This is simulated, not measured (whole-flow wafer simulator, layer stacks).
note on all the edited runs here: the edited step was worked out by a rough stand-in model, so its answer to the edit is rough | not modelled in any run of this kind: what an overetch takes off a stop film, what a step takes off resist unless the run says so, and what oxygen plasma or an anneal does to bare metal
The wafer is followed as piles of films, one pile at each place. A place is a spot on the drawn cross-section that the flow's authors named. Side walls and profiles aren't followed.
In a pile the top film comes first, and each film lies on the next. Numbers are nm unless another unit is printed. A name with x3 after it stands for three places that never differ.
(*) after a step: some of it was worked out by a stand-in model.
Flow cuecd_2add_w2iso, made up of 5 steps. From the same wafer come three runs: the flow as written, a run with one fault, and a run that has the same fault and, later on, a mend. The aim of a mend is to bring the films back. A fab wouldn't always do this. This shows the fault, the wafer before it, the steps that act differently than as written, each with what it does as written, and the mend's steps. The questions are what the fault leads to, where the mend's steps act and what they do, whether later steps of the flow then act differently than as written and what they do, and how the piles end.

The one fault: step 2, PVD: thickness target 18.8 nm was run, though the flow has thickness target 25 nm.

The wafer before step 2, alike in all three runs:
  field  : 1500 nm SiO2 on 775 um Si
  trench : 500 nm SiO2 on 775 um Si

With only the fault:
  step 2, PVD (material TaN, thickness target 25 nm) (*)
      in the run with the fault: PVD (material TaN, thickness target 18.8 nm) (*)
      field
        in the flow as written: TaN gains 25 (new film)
        in the run with the fault: TaN gains 18.8 (new film)
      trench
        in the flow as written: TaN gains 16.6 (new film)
        in the run with the fault: TaN gains 12.5 (new film)
  None of the later steps of the flow differs from how it acts as written, at any place that is followed, by more than 2% or 0.5 nm, whichever is larger.
  The piles end different from the flow's at field, trench by more than 2% or 0.5 nm, whichever is larger.
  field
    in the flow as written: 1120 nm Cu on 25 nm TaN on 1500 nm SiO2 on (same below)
    in the run with the fault: 1120 nm Cu on 18.8 nm TaN on 1500 nm SiO2 on (same below)
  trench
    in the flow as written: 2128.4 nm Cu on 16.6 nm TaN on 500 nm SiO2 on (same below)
    in the run with the fault: 2126.3 nm Cu on 12.5 nm TaN on 500 nm SiO2 on (same below)

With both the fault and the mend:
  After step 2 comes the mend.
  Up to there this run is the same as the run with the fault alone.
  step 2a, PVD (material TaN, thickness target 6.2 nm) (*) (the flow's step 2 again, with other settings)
      field
        TaN gains 6.2
      trench
        TaN gains 4.09
  None of the later steps of the flow acts differently than as written at any place that is followed.
  The piles end the same as the flow's at every place that both follow.
